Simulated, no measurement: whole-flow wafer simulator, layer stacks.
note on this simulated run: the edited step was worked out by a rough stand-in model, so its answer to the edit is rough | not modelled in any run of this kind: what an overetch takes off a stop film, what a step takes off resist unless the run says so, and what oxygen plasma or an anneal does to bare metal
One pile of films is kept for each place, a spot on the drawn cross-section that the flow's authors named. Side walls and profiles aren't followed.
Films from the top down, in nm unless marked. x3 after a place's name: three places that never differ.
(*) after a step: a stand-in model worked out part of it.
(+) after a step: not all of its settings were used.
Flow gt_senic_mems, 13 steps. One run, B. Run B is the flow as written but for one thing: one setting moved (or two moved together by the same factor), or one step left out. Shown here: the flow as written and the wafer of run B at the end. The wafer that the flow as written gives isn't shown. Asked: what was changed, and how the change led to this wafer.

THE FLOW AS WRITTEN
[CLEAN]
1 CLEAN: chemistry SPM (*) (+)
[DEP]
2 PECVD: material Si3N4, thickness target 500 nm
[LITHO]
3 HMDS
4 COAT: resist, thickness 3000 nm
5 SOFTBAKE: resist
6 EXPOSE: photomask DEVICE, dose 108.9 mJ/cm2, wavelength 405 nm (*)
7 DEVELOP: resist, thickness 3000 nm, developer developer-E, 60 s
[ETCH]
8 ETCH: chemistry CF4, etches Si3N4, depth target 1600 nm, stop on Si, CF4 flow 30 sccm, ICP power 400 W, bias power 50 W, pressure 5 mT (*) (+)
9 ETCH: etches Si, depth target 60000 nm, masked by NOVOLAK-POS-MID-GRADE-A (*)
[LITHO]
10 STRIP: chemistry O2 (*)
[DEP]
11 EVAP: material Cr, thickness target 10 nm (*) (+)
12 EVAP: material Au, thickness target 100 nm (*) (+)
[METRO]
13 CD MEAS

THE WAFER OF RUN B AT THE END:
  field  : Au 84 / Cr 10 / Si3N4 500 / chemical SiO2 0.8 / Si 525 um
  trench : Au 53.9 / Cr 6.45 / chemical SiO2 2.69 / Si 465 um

The cause: step 12, EVAP: thickness target 84 nm was run, where the flow has thickness target 100 nm.
It can be read off the wafer: field has Au 84, and step 12 as written asks for 100 nm.

How the change led to this, step by step:
  12 EVAP: material Au, thickness target 100 nm (*) (+)
      field: Au +84 (new film) (as written it would be: Au +100 (new film))
      trench: Au +53.9 (new film) (as written it would be: Au +64.1 (new film))
